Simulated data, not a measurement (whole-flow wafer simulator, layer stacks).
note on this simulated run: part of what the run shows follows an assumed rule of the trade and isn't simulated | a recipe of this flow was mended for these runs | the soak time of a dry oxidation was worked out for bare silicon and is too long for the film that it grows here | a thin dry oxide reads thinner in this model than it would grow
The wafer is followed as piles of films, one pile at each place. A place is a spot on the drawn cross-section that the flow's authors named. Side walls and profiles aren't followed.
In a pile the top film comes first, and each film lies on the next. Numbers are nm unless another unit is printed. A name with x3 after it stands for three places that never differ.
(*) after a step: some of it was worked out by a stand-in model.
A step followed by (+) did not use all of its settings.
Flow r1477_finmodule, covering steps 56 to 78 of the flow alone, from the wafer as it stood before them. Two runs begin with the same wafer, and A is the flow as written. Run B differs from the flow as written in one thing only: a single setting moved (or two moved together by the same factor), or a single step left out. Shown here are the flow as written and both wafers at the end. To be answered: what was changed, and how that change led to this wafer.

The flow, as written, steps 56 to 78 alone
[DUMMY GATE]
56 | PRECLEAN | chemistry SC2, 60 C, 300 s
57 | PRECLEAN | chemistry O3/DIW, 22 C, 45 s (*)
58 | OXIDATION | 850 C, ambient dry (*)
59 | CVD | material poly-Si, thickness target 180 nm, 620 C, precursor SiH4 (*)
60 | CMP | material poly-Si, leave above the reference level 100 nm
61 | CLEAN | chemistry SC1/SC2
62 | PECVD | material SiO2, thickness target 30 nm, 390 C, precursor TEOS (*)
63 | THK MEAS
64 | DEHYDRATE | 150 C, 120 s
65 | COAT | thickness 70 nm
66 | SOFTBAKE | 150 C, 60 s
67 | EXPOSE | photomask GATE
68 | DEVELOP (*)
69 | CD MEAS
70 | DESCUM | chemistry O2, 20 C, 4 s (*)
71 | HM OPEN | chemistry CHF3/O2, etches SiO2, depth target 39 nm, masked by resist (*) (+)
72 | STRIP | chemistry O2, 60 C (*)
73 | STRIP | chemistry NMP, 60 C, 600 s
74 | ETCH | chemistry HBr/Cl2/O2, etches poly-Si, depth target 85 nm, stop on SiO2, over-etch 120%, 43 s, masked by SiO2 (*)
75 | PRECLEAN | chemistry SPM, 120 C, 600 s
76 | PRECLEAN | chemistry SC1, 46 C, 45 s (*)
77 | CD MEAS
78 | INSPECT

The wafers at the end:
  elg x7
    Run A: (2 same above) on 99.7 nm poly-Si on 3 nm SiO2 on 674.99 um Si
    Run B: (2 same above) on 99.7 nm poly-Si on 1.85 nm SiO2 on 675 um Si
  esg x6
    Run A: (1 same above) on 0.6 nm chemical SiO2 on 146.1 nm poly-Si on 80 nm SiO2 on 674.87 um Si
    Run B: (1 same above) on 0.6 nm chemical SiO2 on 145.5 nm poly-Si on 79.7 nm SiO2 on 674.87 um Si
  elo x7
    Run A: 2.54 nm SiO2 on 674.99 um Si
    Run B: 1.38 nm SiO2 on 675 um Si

The reason: step 58, OXIDATION: 815 C was run, while the flow as written has 850 C.

The path from the change to this, step by step:
  58 | OXIDATION | 850 C, ambient dry (*)
      elg x7, elo x7: A +3 SiO2 (new film), -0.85 chemical SiO2 (all of it), -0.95 Si | B +1.85 SiO2 (new film), -0.85 chemical SiO2 (all of it), -0.44 Si
